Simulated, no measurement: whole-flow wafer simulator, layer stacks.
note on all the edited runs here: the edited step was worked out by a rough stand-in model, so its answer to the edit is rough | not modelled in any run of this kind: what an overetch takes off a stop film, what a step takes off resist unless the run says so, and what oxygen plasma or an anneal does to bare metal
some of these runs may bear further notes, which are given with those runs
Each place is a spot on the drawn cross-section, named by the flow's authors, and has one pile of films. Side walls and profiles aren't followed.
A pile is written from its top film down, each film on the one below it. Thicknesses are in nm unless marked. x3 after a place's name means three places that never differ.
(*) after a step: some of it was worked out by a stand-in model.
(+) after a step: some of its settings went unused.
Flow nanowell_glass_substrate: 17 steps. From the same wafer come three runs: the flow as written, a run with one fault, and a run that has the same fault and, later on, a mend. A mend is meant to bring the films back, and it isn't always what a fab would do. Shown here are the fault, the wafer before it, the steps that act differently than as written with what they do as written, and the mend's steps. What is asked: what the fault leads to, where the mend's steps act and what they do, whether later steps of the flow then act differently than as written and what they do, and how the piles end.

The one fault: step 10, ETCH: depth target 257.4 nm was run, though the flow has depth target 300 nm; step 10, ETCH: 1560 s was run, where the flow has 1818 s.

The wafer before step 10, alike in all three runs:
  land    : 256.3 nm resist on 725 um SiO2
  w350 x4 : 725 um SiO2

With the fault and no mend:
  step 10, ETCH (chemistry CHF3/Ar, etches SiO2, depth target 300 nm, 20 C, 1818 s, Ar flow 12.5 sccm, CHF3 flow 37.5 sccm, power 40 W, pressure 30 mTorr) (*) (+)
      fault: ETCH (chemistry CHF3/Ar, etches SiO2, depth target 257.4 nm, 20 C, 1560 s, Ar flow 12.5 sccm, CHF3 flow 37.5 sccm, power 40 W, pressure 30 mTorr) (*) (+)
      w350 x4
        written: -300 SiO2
        fault: -257.4 SiO2
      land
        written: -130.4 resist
        fault: -111.9 resist
  Later steps of the flow acting differently than as written:
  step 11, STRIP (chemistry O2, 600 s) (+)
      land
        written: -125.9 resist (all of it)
        fault: -144.4 resist (all of it)
  At the end the piles are close to the flow's at the places that both follow, differing by at most 2% or 0.5 nm, whichever is larger.

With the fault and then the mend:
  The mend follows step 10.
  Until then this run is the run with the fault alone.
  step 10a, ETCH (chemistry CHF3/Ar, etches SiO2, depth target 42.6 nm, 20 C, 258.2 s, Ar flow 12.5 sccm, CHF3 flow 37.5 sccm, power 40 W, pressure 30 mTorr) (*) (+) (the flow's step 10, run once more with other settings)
      w350 x4
        -42.6 SiO2
      land
        -18.5 resist
  Every later step of the flow that is run acts as written at every place that is followed.
  By the end, the piles equal the flow's at every place that both follow.
